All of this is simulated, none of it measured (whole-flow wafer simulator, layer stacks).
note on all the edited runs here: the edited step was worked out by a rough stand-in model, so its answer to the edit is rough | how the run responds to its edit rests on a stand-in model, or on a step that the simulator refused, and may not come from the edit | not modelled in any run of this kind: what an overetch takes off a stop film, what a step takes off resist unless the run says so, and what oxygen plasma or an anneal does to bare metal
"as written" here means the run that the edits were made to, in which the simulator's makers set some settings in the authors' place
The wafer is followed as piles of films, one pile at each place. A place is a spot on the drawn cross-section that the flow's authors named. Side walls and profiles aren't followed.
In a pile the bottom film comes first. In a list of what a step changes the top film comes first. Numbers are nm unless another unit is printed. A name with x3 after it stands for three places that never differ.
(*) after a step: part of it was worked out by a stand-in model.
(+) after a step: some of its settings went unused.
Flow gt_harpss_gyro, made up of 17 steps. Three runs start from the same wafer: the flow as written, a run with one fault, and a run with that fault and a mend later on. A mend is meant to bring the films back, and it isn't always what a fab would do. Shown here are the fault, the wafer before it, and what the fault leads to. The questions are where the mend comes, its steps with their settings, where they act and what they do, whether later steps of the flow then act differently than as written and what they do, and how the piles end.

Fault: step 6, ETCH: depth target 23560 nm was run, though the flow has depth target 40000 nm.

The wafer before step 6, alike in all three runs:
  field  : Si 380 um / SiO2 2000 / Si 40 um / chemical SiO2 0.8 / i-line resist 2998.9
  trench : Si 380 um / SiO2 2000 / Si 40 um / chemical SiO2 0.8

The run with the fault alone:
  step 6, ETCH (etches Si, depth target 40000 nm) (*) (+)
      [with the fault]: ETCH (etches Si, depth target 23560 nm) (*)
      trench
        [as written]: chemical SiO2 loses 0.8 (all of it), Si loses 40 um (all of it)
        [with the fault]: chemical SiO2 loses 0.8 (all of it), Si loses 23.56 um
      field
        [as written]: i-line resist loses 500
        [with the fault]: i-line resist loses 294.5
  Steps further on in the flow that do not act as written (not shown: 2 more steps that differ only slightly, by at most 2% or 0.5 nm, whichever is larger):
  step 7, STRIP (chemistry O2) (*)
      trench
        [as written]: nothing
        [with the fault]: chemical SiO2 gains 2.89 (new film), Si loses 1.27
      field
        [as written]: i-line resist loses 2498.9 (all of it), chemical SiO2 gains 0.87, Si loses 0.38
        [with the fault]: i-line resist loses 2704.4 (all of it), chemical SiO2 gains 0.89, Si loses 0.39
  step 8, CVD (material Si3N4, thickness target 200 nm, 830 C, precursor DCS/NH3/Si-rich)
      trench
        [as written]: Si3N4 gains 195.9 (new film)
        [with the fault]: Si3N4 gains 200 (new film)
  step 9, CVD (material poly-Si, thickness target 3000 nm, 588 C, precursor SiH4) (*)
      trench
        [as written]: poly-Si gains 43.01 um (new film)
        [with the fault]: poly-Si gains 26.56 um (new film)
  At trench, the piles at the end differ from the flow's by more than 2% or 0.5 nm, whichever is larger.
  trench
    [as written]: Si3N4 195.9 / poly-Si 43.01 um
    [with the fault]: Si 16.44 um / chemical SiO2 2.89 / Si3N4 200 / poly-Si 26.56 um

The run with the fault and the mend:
  The mend stands after step 6.
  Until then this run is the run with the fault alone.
  step 6a, ETCH (etches Si, depth target 16440 nm) (*) (+) (a further turn of the flow's step 6, with different settings)
      field
        i-line resist loses 205.5
      trench
        Si loses 16.44 um (all of it)
  None of the later steps of the flow acts differently than as written at any place that is followed.
  The piles end the same as the flow's at every place that both follow.
